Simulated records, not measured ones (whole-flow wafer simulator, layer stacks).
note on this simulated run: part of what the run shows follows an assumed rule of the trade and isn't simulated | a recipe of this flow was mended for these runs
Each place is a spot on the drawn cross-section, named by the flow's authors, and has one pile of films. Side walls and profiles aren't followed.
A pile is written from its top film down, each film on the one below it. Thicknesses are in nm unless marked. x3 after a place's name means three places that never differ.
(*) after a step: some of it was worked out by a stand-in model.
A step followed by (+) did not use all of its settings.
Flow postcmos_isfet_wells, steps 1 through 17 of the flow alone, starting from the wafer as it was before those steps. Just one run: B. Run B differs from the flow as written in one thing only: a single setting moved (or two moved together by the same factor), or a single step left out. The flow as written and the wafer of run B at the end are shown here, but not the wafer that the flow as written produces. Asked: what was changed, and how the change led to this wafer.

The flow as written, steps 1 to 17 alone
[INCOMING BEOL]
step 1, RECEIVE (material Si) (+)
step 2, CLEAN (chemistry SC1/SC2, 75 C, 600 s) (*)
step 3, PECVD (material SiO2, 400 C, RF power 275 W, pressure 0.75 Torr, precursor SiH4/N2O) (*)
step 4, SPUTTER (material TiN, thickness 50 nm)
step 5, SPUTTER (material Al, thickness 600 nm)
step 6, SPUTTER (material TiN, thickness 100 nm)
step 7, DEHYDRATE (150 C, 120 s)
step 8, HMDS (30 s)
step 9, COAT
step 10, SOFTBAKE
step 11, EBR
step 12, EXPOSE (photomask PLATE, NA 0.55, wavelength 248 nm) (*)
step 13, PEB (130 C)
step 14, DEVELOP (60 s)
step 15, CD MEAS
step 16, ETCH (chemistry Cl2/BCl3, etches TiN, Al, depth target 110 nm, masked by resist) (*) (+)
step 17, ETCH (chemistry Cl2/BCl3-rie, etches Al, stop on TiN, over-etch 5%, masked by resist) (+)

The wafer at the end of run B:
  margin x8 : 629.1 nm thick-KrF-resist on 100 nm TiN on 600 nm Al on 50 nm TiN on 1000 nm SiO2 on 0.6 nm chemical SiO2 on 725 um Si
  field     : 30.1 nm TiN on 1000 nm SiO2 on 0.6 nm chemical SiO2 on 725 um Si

Cause: step 17, ETCH: over-etch 5.4% was run, whereas the flow has over-etch 5%.

The path from the change to this, step by step:
  step 17, ETCH (chemistry Cl2/BCl3-rie, etches Al, stop on TiN, over-etch 5%, masked by resist) (+)
      field: Al loses 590 (all of it), TiN loses 19.9 (it would be, as written: Al loses 590 (all of it), TiN loses 18.4)
